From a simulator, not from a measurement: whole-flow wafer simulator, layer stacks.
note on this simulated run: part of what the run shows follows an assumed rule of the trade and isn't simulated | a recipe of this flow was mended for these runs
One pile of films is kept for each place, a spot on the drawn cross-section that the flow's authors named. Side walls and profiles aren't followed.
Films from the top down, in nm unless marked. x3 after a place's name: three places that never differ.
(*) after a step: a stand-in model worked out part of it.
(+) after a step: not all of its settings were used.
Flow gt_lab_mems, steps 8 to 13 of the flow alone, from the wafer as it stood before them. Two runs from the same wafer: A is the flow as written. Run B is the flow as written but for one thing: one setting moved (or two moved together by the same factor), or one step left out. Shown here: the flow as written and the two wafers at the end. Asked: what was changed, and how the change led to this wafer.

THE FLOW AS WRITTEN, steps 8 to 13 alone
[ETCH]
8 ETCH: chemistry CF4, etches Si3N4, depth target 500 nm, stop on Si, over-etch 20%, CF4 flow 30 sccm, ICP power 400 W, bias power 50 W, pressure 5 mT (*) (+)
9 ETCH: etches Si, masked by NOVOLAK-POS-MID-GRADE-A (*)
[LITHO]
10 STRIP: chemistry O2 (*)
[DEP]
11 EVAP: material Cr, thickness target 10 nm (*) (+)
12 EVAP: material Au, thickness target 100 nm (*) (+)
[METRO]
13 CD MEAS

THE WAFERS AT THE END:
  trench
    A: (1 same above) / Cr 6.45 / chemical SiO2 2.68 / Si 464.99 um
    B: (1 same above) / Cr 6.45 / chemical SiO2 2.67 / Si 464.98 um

The cause: step 8, ETCH: over-etch 24.8% was run, where the flow has over-etch 20%.

How the change led to this, step by step:
  8 ETCH: chemistry CF4, etches Si3N4, depth target 500 nm, stop on Si, over-etch 20%, CF4 flow 30 sccm, ICP power 400 W, bias power 50 W, pressure 5 mT (*) (+)
      field: A g/i-line-resist -400 | B g/i-line-resist -416
      trench: A Si3N4 -500 (all of it), chemical SiO2 -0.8 (all of it), Si -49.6 | B Si3N4 -500 (all of it), chemical SiO2 -0.8 (all of it), Si -61.6
